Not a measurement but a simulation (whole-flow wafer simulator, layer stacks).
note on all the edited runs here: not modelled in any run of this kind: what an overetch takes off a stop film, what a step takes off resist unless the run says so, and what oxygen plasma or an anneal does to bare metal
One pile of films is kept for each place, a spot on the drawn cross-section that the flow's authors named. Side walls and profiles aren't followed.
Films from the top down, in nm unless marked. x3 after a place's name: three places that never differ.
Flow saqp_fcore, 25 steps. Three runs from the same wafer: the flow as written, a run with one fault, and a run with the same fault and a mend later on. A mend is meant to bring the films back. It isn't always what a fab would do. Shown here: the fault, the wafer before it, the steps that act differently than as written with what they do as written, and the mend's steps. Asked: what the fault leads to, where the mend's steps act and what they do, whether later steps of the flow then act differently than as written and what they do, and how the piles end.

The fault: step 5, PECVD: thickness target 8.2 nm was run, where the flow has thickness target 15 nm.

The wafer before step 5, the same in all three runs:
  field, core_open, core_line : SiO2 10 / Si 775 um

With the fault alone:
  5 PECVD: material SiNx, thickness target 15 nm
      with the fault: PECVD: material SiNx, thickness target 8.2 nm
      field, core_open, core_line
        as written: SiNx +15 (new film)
        with the fault: SiNx +8.2 (new film)
  No later step of the flow acts differently than as written at any place that is followed.
  At the end the piles differ from the flow's by more than 2% or 0.5 nm, whichever is larger, at field, core_open, core_line.
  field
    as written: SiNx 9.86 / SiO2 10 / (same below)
    with the fault: SiNx 3.06 / SiO2 10 / (same below)
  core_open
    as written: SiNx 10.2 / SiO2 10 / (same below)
    with the fault: SiNx 3.38 / SiO2 10 / (same below)
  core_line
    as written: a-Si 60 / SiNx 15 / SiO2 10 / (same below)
    with the fault: a-Si 60 / SiNx 8.2 / SiO2 10 / (same below)

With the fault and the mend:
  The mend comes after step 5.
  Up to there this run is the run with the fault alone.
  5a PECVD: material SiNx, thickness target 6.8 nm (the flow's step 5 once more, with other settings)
      field, core_open, core_line
        SiNx +6.8
  No later step of the flow acts differently than as written at any place that is followed.
  At the end the piles are the same as the flow's at every place that both follow.
